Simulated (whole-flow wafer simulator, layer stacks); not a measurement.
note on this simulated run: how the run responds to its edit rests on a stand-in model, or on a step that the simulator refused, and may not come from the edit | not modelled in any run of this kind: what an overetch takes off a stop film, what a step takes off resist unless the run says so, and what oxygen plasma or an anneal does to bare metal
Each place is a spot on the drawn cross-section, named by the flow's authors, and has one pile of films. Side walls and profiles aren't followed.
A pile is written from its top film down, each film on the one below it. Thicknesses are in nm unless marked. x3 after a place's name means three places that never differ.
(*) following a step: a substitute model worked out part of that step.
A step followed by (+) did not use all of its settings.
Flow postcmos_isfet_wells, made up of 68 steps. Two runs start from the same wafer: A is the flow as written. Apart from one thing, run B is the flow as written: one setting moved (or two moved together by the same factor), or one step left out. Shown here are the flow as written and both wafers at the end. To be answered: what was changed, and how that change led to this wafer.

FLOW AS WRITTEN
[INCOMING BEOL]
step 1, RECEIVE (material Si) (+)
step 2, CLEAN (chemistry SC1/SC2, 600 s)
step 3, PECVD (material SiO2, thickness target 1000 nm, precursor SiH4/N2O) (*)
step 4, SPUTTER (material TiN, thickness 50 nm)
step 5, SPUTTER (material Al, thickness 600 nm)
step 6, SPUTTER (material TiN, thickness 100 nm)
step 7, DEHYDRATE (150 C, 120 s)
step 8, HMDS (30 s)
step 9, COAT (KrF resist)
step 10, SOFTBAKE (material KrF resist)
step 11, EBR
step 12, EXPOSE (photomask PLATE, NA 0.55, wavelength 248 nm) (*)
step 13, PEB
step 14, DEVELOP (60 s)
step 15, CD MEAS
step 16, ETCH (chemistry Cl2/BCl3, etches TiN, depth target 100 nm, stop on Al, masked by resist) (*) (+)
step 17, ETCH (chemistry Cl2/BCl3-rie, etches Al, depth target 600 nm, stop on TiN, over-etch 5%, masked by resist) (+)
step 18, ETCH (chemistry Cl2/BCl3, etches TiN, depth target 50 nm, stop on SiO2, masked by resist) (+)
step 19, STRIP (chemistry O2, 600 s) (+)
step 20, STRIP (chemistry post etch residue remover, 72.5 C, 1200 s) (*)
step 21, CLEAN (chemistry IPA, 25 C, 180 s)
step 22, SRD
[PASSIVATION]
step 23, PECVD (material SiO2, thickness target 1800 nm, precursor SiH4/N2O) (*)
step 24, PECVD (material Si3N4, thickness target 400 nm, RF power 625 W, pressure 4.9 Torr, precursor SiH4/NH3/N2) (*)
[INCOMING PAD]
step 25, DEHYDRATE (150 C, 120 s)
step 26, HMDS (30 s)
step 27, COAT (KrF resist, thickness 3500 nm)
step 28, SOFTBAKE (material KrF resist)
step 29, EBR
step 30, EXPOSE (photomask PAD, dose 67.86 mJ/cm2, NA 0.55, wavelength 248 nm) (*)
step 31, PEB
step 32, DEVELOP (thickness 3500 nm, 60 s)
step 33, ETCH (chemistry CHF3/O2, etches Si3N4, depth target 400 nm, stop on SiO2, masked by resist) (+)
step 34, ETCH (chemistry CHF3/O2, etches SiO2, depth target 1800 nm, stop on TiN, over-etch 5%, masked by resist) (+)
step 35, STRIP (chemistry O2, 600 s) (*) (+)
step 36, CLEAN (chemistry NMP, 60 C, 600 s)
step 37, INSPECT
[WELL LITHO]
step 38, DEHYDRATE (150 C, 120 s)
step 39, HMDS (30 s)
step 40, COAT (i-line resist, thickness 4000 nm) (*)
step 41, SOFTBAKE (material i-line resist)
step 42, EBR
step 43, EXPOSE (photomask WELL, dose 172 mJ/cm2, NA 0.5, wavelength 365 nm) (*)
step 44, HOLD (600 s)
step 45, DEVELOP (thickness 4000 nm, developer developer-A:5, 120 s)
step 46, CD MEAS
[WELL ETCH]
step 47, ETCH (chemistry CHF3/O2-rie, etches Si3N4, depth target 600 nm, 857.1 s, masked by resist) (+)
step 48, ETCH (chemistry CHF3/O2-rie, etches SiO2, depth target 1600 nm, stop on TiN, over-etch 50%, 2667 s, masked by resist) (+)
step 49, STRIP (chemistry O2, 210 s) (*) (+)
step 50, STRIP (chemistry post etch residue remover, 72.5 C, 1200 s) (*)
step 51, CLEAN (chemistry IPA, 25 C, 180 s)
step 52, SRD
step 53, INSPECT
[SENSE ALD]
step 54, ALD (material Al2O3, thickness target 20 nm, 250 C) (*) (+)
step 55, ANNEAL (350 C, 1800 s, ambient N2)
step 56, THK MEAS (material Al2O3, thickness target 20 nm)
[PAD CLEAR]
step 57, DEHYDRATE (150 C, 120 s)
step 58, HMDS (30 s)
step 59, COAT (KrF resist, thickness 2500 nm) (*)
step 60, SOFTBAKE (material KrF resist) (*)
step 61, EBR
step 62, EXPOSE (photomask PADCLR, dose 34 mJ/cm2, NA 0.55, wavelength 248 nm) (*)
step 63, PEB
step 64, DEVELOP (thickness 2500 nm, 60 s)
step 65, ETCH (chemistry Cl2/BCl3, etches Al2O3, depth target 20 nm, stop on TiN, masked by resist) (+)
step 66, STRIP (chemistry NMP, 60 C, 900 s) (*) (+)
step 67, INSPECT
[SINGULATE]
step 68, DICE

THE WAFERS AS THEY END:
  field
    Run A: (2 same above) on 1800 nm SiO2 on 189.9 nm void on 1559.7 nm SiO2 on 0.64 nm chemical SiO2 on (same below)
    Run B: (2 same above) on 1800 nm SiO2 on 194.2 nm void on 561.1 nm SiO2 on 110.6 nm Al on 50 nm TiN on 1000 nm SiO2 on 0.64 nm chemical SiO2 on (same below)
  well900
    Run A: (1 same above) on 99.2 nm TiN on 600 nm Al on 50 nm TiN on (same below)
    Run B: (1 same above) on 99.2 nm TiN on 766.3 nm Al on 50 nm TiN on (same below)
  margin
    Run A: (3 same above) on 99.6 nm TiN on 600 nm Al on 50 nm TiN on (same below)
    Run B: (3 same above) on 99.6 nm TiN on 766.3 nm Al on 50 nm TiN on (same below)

Cause: step 5, SPUTTER: thickness 766.3 nm was run, while the flow as written has thickness 600 nm.
The wafer itself shows it: well900 has Al 766.3, and step 5 as written asks for 600 nm.

Step by step, how the change led to this:
  step 5, SPUTTER (material Al, thickness 600 nm)
      field, margin, well900, well1300 x3, pad_rim, pad_clr, pad_open: A +600 Al (new film) | B +766.3 Al (new film)
  step 17, ETCH (chemistry Cl2/BCl3-rie, etches Al, depth target 600 nm, stop on TiN, over-etch 5%, masked by resist) (+)
      field: A -600 Al (all of it) | B -600 Al
  step 18, ETCH (chemistry Cl2/BCl3, etches TiN, depth target 50 nm, stop on SiO2, masked by resist) (+)
      field: A -50 TiN (all of it) | B -50 Al
  step 20, STRIP (chemistry post etch residue remover, 72.5 C, 1200 s) (*)
      field: A nothing | B -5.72 Al
  step 23, PECVD (material SiO2, thickness target 1800 nm, precursor SiH4/N2O) (*)
      field: A +1800 SiO2 (new film), +189.9 void (new film), +559.7 SiO2 | B +1800 SiO2 (new film), +194.2 void (new film), +561.1 SiO2 (new film)
With metal films that touch counted as one body, field has 1 body; the flow as written gives 0 bodies.
